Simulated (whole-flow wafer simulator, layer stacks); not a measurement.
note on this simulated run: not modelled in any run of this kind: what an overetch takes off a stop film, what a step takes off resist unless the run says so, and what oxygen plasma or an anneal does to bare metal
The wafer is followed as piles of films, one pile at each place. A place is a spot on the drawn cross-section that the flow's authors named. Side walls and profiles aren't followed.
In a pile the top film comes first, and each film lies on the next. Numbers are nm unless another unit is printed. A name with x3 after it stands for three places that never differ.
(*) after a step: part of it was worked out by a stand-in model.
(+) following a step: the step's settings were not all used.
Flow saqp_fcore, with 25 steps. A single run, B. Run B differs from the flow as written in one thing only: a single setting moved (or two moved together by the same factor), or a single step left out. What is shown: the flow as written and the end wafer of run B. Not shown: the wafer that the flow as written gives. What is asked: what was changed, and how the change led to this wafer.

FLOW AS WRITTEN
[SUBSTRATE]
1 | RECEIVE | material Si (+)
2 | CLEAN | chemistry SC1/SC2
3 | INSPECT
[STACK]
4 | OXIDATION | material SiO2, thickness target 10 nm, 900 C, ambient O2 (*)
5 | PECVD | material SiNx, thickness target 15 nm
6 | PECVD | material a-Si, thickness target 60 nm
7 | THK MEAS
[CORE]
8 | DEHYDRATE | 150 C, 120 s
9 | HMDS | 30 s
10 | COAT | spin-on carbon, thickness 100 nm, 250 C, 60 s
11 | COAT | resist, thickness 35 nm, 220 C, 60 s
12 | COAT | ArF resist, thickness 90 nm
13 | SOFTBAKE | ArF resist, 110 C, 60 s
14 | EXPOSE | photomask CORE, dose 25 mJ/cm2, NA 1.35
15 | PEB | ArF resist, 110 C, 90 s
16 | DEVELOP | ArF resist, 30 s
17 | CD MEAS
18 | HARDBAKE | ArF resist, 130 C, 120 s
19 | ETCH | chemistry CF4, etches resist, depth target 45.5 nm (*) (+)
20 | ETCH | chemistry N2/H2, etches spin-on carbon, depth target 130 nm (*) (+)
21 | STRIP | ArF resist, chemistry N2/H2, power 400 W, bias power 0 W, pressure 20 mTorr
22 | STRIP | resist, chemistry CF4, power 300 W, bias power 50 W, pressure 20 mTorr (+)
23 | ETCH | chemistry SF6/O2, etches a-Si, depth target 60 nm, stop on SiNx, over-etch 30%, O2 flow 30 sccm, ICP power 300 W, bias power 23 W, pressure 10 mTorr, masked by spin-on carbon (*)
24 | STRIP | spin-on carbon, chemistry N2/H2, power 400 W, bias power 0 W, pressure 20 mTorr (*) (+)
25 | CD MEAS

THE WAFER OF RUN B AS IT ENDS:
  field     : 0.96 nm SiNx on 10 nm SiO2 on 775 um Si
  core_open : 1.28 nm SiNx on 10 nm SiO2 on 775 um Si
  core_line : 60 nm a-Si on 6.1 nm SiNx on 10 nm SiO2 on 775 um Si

Cause: step 5, PECVD: thickness target 6.1 nm was run, though the flow has thickness target 15 nm.
The wafer lets one read it off: core_line has SiNx 6.1, and step 5 as written asks for 15 nm.

Step by step, how the change led to this:
  5 | PECVD | material SiNx, thickness target 15 nm
      field, core_open, core_line: SiNx gains 6.1 (new film) (in the flow as written it would be: SiNx gains 15 (new film))
